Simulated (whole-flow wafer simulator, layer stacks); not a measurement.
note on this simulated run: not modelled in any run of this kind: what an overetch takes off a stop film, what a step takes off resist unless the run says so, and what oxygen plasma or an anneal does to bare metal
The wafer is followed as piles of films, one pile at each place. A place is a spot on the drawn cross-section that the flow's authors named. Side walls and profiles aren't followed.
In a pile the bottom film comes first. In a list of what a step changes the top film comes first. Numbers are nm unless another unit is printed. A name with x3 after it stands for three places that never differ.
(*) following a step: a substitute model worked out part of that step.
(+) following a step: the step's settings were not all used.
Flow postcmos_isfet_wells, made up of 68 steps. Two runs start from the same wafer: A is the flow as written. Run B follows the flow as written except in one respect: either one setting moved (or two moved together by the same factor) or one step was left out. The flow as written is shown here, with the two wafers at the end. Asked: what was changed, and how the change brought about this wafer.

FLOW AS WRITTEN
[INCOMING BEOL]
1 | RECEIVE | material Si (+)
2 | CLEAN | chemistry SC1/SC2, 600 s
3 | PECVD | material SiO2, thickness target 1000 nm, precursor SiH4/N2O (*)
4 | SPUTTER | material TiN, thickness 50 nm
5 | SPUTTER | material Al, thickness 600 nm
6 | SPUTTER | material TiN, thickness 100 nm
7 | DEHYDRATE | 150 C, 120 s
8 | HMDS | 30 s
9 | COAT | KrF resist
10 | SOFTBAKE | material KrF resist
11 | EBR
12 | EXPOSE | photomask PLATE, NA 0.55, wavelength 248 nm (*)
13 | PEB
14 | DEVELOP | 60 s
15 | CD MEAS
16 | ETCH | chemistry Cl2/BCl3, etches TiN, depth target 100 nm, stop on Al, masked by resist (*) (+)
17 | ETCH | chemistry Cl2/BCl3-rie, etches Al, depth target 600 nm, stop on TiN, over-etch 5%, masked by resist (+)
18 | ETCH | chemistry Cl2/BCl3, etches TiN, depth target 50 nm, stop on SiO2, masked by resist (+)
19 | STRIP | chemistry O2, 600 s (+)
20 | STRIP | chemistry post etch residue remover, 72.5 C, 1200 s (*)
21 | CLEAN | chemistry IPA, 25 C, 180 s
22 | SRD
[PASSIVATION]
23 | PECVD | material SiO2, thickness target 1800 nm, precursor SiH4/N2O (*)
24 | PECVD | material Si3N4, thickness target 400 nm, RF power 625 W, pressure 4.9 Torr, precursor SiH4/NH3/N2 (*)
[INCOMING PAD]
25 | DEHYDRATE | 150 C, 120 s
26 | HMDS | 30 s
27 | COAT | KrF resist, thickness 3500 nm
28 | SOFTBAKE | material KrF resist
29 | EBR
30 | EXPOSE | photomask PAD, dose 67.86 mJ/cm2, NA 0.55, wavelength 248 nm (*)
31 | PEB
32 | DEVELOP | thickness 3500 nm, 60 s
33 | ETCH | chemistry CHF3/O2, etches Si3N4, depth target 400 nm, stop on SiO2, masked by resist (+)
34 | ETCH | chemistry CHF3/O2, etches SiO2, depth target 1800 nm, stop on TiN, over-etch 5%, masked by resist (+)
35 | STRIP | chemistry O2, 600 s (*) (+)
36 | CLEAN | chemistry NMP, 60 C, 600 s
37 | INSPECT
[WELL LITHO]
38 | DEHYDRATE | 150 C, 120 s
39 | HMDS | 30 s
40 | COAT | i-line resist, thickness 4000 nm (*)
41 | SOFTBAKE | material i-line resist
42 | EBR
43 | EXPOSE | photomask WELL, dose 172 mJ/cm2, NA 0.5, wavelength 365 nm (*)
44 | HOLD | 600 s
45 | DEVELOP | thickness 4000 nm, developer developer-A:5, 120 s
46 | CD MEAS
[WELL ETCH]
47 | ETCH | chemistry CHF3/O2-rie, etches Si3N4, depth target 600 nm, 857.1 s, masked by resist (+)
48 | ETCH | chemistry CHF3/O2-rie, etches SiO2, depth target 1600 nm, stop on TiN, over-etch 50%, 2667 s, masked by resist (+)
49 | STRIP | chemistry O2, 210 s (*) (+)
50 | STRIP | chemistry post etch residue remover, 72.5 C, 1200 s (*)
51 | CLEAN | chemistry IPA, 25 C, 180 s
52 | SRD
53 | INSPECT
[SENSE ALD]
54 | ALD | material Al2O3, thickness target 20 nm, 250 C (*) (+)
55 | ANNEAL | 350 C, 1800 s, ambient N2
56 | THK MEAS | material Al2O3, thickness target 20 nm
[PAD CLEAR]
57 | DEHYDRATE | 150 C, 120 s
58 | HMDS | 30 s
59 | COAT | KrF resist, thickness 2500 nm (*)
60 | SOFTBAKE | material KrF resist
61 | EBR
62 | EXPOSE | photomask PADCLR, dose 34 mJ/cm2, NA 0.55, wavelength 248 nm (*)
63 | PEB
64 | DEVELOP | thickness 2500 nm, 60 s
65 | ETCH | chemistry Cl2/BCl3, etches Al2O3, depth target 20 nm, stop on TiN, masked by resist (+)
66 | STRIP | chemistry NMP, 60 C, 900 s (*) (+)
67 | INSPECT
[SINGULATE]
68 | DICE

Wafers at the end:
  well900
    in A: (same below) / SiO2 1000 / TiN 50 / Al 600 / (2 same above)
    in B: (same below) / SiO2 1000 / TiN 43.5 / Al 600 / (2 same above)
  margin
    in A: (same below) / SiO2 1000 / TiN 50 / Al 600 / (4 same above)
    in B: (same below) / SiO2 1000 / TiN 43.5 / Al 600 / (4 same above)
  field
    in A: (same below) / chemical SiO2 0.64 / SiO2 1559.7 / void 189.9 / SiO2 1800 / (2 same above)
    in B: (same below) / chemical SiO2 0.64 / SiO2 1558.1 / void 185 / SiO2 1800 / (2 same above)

What caused this: step 4, SPUTTER: thickness 43.5 nm was run, though the flow has thickness 50 nm.
The wafer lets one read it off: well900 has TiN 43.5, and step 4 as written asks for 50 nm.

The path from the change to this, step by step:
  4 | SPUTTER | material TiN, thickness 50 nm
      field, margin, well900, well1300 x3, pad_rim, pad_clr, pad_open: A +50 TiN (new film) | B +43.5 TiN (new film)
  18 | ETCH | chemistry Cl2/BCl3, etches TiN, depth target 50 nm, stop on SiO2, masked by resist (+)
      field: A -50 TiN (all of it) | B -43.5 TiN (all of it)
  23 | PECVD | material SiO2, thickness target 1800 nm, precursor SiH4/N2O (*)
      field: A +1800 SiO2 (new film), +189.9 void (new film), +559.7 SiO2 | B +1800 SiO2 (new film), +185 void (new film), +558.1 SiO2
